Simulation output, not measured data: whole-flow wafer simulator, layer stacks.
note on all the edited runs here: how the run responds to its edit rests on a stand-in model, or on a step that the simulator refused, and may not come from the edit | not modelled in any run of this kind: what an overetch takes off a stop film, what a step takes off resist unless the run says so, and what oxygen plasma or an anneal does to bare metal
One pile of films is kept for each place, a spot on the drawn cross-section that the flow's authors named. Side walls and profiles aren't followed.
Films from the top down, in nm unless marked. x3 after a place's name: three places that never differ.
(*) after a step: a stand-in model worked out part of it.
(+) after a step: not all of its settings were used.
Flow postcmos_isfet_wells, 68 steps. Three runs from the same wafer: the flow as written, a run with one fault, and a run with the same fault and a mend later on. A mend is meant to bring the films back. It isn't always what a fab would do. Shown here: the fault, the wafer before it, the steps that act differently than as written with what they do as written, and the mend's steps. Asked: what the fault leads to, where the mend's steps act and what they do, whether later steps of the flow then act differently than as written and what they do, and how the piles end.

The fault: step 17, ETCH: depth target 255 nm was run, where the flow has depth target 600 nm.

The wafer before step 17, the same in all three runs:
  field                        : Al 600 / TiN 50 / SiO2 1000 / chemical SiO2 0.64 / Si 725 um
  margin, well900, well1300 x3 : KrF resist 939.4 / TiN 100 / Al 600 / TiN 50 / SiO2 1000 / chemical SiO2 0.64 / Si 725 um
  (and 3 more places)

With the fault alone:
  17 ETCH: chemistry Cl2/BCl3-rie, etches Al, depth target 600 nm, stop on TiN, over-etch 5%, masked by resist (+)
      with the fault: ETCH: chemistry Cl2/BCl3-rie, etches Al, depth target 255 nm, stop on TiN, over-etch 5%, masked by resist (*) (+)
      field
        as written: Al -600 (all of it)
        with the fault: Al -255
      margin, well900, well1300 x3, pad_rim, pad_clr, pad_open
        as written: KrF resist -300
        with the fault: KrF resist -127.5
  Later steps of the flow that act differently than as written:
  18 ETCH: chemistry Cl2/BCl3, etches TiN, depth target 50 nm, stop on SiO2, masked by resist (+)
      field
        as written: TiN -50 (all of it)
        with the fault: Al -50
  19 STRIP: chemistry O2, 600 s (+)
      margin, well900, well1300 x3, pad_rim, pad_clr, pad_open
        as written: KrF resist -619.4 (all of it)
        with the fault: KrF resist -791.9 (all of it)
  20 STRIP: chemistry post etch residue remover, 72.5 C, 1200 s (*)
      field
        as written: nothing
        with the fault: Al -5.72
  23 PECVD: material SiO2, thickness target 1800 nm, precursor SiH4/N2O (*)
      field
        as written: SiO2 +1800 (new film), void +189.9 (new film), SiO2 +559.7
        with the fault: SiO2 +2210.3 (new film)
  At the end the piles differ from the flow's by more than 2% or 0.5 nm, whichever is larger, at field.
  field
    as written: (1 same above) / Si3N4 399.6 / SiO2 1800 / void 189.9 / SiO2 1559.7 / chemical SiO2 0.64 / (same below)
    with the fault: (1 same above) / Si3N4 399.6 / SiO2 2210.3 / Al 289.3 / TiN 50 / SiO2 1000 / chemical SiO2 0.64 / (same below)

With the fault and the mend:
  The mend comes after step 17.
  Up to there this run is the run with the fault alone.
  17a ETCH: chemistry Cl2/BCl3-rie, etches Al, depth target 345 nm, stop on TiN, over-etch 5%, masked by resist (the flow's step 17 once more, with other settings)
      margin, well900, well1300 x3, pad_rim, pad_clr, pad_open
        KrF resist -172.5
      field
        Al -345 (all of it)
  No later step of the flow acts differently than as written at any place that is followed.
  At the end the piles are the same as the flow's at every place that both follow.
